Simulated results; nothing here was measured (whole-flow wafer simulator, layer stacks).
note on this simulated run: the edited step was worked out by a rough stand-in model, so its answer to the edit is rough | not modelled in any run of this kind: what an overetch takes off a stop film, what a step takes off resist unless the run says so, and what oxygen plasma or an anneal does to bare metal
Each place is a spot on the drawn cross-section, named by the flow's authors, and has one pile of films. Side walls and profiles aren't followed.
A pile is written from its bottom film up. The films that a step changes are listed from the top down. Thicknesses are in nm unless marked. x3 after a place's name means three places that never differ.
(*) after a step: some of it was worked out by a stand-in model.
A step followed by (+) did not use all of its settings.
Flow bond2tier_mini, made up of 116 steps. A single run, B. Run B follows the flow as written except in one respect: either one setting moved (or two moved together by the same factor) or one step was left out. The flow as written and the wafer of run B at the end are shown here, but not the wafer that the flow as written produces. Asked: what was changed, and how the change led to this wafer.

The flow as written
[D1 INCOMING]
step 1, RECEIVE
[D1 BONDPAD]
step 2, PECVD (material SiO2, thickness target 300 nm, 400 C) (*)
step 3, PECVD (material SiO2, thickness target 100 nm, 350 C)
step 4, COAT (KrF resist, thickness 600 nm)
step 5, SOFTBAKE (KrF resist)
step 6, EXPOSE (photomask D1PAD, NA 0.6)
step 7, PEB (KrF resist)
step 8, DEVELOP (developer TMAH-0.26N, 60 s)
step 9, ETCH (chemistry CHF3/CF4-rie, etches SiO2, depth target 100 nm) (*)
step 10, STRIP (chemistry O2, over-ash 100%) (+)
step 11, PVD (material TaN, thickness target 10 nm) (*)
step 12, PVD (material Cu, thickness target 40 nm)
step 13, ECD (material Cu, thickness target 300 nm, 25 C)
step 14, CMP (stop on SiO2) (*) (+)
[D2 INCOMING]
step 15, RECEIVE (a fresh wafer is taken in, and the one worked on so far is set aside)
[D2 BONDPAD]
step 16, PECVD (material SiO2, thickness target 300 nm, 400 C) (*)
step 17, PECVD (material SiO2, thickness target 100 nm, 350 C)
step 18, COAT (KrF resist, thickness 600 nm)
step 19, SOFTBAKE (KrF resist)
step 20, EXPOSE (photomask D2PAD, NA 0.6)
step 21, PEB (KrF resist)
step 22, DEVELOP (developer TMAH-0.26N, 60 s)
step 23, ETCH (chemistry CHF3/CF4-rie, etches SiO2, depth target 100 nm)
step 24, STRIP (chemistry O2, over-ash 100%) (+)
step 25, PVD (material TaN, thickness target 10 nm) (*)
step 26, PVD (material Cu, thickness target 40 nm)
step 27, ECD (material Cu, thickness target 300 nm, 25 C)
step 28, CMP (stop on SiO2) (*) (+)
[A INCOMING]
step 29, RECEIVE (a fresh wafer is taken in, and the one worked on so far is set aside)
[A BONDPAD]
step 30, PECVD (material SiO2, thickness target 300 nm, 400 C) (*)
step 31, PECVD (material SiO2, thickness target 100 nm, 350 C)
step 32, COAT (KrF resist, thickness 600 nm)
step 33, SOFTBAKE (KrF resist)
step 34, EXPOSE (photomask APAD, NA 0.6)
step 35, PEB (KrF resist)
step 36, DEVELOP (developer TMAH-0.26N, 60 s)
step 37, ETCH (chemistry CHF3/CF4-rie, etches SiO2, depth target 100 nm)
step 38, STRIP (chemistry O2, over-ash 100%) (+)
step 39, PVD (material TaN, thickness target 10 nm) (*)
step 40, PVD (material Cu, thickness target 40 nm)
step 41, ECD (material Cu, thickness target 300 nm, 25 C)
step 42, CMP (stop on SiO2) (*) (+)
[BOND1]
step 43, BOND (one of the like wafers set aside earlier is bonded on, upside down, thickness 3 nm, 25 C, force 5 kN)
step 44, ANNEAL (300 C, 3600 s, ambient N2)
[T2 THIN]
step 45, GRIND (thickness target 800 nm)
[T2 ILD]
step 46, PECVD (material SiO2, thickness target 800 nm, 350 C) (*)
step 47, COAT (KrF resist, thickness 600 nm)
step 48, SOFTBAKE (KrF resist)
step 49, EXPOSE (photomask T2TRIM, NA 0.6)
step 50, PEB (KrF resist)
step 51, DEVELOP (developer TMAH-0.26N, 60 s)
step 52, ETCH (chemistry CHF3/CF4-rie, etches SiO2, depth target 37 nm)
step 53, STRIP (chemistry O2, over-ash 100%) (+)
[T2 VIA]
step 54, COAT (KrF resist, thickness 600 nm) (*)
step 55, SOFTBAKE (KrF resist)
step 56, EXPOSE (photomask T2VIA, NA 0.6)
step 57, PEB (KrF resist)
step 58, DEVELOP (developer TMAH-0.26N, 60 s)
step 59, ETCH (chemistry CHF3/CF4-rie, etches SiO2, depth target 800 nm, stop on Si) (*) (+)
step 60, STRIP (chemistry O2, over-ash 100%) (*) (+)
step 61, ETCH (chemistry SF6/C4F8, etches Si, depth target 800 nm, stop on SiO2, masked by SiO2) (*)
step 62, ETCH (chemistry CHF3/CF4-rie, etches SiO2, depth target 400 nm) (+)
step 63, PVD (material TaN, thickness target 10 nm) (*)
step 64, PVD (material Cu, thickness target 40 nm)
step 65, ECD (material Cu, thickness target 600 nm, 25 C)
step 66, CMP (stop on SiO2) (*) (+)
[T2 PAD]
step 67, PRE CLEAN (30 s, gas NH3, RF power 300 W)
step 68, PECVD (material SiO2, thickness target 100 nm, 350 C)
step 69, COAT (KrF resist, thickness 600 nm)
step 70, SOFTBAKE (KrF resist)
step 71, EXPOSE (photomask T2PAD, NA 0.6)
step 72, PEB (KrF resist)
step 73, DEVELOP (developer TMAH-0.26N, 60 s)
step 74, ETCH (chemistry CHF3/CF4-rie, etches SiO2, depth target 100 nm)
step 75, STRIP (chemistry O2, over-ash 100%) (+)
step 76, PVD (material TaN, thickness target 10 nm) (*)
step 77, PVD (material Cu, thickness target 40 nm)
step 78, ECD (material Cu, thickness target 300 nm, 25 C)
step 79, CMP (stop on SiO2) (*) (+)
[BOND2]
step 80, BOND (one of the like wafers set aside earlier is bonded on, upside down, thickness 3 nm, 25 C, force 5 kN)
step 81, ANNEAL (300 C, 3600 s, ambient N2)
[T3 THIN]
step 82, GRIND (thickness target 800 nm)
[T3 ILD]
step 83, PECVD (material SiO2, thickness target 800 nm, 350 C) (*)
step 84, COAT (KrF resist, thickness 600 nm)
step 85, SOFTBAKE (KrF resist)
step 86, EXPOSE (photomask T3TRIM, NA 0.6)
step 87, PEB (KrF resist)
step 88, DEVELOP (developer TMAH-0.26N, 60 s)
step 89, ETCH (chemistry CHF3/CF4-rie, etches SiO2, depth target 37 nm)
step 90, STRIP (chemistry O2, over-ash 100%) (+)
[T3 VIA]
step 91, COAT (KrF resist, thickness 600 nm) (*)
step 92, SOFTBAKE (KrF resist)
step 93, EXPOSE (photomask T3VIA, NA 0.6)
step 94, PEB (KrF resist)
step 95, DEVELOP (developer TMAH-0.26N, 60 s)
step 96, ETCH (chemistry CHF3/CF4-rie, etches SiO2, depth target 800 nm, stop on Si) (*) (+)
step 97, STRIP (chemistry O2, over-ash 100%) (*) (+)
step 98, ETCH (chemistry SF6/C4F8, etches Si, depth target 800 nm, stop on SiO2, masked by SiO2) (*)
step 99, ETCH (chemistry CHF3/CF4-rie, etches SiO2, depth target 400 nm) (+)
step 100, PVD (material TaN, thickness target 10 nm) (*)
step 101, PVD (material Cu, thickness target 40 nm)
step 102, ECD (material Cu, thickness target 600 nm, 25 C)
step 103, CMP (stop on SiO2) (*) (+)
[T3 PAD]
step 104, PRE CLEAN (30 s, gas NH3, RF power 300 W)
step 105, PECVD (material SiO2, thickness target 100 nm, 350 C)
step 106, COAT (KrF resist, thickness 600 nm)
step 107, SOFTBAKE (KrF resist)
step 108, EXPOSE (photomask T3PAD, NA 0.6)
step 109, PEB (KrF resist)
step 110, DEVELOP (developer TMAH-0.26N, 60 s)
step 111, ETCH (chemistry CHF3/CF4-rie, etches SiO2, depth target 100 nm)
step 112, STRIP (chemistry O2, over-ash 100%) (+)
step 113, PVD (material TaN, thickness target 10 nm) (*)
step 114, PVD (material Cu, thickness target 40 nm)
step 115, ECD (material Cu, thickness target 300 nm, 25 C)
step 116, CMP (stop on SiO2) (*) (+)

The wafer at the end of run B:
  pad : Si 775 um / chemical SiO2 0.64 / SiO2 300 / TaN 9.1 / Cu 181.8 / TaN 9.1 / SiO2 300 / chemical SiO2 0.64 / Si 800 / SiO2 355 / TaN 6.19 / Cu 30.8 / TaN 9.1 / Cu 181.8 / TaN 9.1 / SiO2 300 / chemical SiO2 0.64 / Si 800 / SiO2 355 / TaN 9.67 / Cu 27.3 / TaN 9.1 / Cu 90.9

The reason: step 63, PVD: thickness target 6.4 nm was run, while the flow as written has thickness target 10 nm.

Step by step, how the change led to this:
  step 63, PVD (material TaN, thickness target 10 nm) (*)
      field: TaN gains 6.4 (new film) (as written it would have been: TaN gains 10 (new film))
      pad: TaN gains 6.19 (new film) (as written it would have been: TaN gains 9.67 (new film))
  step 66, CMP (stop on SiO2) (*) (+)
      field: Cu loses 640 (all of it), TaN loses 6.4 (all of it) (as written it would have been: Cu loses 640 (all of it), TaN loses 10 (all of it))
